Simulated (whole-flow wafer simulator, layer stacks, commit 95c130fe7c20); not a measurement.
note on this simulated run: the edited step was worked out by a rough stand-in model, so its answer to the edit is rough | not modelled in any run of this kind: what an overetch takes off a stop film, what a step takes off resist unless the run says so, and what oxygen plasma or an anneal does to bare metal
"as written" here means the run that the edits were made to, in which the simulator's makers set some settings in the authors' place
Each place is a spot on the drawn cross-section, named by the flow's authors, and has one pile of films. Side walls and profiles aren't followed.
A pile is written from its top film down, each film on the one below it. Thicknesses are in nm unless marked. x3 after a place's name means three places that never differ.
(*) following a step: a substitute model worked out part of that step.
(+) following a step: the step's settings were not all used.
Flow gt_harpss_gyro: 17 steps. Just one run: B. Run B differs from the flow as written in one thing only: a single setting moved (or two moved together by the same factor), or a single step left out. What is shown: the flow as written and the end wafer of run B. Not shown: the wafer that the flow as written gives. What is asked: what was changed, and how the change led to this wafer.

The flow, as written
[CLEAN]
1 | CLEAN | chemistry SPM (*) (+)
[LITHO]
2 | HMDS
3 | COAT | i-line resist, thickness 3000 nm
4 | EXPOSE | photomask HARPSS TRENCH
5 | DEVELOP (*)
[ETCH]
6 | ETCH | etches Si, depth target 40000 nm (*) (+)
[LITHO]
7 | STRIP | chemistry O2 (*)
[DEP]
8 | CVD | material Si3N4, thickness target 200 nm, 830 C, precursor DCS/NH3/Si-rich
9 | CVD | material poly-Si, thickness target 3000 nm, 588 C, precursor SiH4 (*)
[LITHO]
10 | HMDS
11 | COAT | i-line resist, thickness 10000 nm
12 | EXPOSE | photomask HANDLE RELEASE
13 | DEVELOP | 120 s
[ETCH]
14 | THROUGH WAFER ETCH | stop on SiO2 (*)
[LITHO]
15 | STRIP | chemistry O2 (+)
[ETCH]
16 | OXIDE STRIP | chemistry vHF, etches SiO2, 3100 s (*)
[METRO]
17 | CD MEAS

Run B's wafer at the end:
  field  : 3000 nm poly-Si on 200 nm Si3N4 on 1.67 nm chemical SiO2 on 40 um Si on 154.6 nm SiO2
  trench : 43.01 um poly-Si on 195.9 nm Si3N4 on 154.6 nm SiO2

What caused this: step 16, OXIDE STRIP: 2378 s was run, though the flow has 3100 s.

Step by step, how the change led to this:
  16 | OXIDE STRIP | chemistry vHF, etches SiO2, 3100 s (*)
      field: under 4 films: -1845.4 SiO2 (as written it would have been: under 4 films: -2000 SiO2 (all of it))
      trench: under 2 films: -1845.4 SiO2 (as written it would have been: under 2 films: -2000 SiO2 (all of it))
